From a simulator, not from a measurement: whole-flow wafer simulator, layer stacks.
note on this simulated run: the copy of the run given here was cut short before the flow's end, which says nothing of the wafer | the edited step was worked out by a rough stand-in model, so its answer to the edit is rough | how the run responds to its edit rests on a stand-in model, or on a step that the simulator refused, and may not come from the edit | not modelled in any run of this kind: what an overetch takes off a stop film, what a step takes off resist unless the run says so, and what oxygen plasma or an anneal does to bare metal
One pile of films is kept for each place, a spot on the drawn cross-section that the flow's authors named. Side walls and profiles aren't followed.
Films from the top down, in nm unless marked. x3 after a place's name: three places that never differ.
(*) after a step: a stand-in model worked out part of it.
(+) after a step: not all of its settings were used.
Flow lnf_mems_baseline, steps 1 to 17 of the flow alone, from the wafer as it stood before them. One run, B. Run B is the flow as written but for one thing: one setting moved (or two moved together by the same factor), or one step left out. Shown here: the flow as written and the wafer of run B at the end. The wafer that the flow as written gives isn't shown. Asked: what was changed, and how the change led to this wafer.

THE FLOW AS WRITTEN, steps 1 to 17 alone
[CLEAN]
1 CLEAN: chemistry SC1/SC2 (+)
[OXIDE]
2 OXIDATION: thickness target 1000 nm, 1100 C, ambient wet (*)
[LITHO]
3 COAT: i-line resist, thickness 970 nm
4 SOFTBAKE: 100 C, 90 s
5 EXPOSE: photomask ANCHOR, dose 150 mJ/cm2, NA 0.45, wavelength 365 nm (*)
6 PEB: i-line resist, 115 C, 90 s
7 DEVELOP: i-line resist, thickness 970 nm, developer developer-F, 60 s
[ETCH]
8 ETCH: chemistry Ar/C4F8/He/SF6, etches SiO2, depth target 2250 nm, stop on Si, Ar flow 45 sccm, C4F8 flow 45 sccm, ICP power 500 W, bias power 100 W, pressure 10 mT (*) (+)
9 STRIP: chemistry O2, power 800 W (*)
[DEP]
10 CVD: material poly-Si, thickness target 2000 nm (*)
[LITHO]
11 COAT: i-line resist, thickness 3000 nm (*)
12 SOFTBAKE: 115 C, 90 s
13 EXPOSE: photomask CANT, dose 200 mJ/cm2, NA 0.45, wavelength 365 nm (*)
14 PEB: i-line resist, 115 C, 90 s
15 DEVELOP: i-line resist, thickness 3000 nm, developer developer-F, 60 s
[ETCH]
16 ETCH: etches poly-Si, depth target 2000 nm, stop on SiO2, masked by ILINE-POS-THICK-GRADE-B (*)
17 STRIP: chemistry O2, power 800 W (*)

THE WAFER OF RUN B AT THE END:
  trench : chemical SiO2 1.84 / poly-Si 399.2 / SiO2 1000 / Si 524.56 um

The cause: step 16, ETCH: depth target 1600 nm was run, where the flow has depth target 2000 nm.

How the change led to this, step by step:
  16 ETCH: etches poly-Si, depth target 2000 nm, stop on SiO2, masked by ILINE-POS-THICK-GRADE-B (*)
      trench, char_slit: poly-Si -1600 (as written it would be: poly-Si -2000 (all of it))
      field, anchor, beam: i-line resist -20 (as written it would be: i-line resist -25)
  17 STRIP: chemistry O2, power 800 W (*)
      trench, char_slit: chemical SiO2 +1.84 (new film), poly-Si -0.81 (as written it would be: nothing)
